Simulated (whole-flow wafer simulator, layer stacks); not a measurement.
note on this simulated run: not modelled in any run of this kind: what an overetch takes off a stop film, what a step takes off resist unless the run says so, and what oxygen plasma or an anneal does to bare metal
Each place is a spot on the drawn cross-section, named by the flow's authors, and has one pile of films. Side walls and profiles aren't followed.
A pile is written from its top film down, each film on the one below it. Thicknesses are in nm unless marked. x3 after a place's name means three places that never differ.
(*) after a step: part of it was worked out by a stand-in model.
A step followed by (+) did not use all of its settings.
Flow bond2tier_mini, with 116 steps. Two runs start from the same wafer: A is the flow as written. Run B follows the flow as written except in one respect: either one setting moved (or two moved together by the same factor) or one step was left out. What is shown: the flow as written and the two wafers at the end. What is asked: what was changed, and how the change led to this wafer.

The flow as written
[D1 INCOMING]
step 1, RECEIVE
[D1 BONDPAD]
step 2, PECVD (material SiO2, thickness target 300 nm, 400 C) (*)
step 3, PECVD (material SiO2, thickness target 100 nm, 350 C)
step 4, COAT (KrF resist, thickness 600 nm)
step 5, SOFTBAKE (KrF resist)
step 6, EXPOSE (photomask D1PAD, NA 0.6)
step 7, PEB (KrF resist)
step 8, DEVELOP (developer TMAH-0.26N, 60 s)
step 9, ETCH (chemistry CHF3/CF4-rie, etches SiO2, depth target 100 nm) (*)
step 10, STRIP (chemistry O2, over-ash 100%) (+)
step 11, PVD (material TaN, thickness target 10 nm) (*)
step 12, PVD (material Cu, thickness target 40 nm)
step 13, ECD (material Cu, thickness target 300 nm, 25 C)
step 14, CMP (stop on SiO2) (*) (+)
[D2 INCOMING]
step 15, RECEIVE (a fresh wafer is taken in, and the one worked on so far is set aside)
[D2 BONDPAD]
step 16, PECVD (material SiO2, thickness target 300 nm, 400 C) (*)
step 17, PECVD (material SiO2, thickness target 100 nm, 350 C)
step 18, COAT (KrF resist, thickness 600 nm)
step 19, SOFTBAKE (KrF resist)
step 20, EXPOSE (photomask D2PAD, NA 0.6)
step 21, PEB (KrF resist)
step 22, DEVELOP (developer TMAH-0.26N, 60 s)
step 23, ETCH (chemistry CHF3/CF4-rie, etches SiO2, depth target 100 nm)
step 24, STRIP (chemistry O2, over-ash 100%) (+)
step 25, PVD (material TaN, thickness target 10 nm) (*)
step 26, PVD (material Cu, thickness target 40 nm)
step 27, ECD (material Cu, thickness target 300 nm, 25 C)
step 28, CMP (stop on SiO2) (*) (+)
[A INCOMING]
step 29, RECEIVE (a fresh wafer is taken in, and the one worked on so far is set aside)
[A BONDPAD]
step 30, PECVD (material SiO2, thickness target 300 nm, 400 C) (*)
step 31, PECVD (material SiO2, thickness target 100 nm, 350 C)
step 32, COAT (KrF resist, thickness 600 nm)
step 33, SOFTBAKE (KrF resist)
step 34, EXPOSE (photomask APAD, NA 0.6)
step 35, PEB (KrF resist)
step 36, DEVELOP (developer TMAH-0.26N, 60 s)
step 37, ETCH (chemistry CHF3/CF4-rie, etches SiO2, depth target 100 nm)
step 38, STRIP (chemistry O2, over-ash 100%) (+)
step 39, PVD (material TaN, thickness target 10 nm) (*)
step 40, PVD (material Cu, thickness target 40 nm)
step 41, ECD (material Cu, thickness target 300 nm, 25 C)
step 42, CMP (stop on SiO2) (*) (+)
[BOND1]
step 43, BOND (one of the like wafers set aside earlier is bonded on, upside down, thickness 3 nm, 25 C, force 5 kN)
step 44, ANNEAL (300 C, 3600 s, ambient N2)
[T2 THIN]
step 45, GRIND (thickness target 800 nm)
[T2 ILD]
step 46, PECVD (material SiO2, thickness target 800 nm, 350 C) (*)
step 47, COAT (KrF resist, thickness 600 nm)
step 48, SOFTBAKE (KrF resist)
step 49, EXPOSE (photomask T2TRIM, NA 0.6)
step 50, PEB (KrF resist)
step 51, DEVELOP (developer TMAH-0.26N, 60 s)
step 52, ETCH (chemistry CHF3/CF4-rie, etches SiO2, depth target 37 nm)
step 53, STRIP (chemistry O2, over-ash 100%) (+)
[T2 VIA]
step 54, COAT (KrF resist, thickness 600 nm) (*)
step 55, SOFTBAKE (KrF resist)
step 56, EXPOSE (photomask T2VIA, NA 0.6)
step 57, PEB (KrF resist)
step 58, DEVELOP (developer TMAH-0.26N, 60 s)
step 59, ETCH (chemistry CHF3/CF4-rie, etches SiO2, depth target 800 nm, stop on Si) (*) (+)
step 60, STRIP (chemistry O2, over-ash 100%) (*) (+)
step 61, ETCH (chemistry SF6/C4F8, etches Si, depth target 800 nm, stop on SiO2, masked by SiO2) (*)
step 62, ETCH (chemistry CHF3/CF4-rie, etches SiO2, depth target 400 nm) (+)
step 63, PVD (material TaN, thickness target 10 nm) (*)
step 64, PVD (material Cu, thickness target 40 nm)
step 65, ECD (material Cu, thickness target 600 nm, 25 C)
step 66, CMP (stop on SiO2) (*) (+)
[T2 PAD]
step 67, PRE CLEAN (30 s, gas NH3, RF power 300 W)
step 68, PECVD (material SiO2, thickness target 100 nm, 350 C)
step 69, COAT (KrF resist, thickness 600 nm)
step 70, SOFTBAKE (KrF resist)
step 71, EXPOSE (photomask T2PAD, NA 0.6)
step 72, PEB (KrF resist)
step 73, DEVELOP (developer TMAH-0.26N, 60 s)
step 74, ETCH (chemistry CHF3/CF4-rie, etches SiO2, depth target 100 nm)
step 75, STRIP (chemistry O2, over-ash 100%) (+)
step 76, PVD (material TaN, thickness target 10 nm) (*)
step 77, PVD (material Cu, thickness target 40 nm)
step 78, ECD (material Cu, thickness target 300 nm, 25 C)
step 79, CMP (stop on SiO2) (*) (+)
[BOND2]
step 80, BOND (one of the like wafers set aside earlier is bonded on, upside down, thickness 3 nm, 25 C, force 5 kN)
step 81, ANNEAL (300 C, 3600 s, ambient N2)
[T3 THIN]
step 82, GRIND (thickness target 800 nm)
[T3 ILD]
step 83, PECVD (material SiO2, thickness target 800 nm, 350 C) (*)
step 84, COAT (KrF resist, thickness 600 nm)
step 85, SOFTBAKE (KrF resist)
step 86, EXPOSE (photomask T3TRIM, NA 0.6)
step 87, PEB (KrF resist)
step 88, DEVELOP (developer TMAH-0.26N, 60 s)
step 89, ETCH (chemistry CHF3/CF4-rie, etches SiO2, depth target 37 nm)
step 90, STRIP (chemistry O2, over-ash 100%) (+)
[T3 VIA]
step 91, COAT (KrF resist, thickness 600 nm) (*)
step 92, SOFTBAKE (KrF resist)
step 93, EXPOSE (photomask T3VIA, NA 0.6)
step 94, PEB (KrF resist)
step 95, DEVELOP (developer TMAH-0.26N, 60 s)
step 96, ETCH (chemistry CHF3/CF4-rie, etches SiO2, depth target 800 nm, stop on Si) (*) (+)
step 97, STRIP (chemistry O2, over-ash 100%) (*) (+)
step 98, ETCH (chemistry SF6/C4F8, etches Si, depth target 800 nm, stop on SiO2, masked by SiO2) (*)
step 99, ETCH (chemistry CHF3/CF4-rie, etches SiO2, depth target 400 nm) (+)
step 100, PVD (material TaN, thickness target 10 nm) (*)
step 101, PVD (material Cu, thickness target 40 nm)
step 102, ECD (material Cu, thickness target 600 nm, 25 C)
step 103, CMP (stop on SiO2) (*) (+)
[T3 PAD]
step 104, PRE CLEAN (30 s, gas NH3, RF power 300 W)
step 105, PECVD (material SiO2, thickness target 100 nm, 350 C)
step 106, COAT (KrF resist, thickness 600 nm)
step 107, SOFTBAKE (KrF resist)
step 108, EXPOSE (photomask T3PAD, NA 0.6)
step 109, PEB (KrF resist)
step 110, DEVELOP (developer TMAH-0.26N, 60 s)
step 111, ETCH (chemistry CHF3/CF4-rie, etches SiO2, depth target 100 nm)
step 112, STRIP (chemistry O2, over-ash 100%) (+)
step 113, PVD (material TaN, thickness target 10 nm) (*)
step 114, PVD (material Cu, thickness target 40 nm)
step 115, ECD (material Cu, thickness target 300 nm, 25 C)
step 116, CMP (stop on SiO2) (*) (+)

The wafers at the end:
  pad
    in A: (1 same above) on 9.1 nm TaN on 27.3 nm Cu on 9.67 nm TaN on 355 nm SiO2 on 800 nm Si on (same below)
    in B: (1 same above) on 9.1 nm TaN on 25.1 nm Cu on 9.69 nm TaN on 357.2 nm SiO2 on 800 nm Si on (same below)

The reason: step 89, ETCH: depth target 34.8 nm was run, while the flow as written has depth target 37 nm.

The path from the change to this, step by step:
  step 89, ETCH (chemistry CHF3/CF4-rie, etches SiO2, depth target 37 nm)
      field: A -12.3 KrF resist | B -11.6 KrF resist
      pad: A -37 SiO2 | B -34.8 SiO2
